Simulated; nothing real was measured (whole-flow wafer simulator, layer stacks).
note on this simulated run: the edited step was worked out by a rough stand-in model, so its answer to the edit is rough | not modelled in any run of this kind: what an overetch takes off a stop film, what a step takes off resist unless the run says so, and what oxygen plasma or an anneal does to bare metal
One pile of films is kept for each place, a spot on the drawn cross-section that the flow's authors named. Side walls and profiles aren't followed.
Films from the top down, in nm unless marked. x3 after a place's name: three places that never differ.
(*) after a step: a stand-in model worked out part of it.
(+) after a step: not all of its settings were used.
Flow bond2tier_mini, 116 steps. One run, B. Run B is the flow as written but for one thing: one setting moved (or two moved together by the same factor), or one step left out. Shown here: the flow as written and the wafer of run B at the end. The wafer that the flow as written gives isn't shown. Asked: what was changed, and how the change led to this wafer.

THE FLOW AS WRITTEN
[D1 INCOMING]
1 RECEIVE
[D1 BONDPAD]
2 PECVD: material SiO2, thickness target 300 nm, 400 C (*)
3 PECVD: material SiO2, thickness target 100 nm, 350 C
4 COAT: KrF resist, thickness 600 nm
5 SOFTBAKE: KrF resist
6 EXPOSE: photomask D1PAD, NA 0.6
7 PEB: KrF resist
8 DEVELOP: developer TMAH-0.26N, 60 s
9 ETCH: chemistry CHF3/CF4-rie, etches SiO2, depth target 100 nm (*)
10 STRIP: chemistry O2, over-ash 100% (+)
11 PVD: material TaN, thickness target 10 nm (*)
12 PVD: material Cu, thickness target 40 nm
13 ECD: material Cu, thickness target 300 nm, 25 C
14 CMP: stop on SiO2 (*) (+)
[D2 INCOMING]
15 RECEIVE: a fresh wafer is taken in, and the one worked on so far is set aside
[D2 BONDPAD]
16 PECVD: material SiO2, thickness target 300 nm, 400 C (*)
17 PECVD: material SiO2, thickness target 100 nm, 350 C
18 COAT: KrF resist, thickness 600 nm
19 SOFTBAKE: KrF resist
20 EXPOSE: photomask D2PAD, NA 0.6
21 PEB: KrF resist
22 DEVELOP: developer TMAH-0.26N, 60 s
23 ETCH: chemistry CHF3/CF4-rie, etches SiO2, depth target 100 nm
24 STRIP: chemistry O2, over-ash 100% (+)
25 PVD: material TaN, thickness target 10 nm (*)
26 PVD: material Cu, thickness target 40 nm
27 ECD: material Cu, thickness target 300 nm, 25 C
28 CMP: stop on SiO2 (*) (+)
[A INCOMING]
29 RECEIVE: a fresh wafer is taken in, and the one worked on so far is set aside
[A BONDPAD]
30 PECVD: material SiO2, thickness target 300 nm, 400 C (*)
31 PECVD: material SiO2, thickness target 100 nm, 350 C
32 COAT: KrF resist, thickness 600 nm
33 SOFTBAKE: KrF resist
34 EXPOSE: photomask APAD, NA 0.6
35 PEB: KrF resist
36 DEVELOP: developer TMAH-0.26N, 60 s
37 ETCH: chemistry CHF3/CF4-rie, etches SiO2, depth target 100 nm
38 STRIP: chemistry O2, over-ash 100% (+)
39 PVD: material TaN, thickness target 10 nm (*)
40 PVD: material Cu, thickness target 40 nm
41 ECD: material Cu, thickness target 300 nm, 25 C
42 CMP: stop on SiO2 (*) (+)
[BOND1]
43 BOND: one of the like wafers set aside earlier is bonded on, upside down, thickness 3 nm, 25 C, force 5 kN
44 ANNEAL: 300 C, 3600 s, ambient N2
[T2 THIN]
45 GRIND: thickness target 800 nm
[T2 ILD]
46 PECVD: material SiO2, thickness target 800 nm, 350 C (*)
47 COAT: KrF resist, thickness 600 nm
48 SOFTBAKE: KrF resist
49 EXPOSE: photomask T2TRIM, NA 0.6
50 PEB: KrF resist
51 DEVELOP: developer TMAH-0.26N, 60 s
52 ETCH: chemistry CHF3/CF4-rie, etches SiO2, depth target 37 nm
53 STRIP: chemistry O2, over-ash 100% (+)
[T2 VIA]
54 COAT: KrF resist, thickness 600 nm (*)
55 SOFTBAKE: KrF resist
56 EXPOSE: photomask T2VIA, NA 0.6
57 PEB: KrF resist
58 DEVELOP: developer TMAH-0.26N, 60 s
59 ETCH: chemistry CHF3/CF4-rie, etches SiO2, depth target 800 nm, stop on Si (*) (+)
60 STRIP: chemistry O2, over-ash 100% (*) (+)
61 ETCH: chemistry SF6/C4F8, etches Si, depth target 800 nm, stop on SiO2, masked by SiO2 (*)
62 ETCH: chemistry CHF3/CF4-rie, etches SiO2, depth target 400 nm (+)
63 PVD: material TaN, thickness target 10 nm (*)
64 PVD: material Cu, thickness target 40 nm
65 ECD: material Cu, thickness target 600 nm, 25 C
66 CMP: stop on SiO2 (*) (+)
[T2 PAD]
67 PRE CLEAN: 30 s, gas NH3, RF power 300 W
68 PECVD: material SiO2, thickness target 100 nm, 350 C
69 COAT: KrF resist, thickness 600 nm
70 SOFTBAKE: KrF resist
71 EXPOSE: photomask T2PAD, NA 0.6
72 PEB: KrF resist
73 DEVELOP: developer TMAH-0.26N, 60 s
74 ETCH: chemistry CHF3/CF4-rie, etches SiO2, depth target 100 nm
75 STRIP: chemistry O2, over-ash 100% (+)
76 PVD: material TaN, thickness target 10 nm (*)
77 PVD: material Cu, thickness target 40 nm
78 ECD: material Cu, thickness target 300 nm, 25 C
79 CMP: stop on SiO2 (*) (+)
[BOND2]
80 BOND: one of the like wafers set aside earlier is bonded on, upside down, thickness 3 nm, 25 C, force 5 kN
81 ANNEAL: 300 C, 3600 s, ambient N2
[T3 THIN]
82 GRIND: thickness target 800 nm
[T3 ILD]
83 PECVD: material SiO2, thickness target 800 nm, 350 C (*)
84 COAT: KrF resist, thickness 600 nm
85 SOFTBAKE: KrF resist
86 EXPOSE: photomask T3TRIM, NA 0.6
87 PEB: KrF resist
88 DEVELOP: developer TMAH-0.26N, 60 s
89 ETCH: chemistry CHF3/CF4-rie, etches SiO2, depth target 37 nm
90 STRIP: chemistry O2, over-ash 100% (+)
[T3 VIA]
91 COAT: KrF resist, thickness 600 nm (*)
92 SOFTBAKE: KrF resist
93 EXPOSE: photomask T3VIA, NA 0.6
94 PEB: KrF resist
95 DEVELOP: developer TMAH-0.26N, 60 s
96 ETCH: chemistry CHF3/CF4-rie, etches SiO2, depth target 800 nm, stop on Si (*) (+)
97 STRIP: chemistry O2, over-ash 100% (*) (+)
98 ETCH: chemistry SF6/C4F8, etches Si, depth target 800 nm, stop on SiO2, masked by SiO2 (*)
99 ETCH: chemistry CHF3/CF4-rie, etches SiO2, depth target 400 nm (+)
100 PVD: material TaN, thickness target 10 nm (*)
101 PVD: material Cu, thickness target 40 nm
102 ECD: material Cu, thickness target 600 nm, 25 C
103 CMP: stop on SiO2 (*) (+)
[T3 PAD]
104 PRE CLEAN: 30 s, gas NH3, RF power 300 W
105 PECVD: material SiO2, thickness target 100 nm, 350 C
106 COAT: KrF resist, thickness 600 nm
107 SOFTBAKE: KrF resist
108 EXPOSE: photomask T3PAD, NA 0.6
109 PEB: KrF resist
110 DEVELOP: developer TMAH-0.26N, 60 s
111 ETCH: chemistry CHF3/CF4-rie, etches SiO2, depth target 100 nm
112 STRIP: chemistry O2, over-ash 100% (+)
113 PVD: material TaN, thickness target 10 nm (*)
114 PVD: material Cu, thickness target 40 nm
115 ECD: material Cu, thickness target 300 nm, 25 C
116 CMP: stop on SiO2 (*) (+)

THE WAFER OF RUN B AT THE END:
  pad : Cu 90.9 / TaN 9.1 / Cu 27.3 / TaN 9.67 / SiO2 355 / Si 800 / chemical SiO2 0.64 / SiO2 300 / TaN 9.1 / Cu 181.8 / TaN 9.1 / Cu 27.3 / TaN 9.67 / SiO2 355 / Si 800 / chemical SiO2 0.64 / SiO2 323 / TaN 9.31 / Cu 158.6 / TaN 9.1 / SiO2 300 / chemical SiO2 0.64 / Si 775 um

The cause: step 9, ETCH: depth target 77 nm was run, where the flow has depth target 100 nm.

How the change led to this, step by step:
  9 ETCH: chemistry CHF3/CF4-rie, etches SiO2, depth target 100 nm (*)
      pad, via: SiO2 -77 (as written it would be: SiO2 -100)
      field: KrF resist -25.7 (as written it would be: KrF resist -33.3)
  12 PVD: material Cu, thickness target 40 nm
      pad: Cu +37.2 (new film) (as written it would be: Cu +36.4 (new film))
  13 ECD: material Cu, thickness target 300 nm, 25 C
      pad: Cu +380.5 (as written it would be: Cu +404.5)
      via: Cu +377.1 (as written it would be: Cu +400.2)
  43 BOND: one of the like wafers set aside earlier is bonded on, upside down, thickness 3 nm, 25 C, force 5 kN
      pad: Si +775 um (new film), chemical SiO2 +0.64 (new film), SiO2 +323 (new film), TaN +9.31 (new film), Cu +67.7 (as written it would be: Si +775 um (new film), chemical SiO2 +0.64 (new film), SiO2 +300 (new film), TaN +9.1 (new film), Cu +90.9)
      via: Si +775 um (new film), chemical SiO2 +0.64 (new film), SiO2 +323 (new film), TaN +9.99 (new film), Cu +67 (as written it would be: Si +775 um (new film), chemical SiO2 +0.64 (new film), SiO2 +300 (new film), TaN +9.97 (new film), Cu +90)
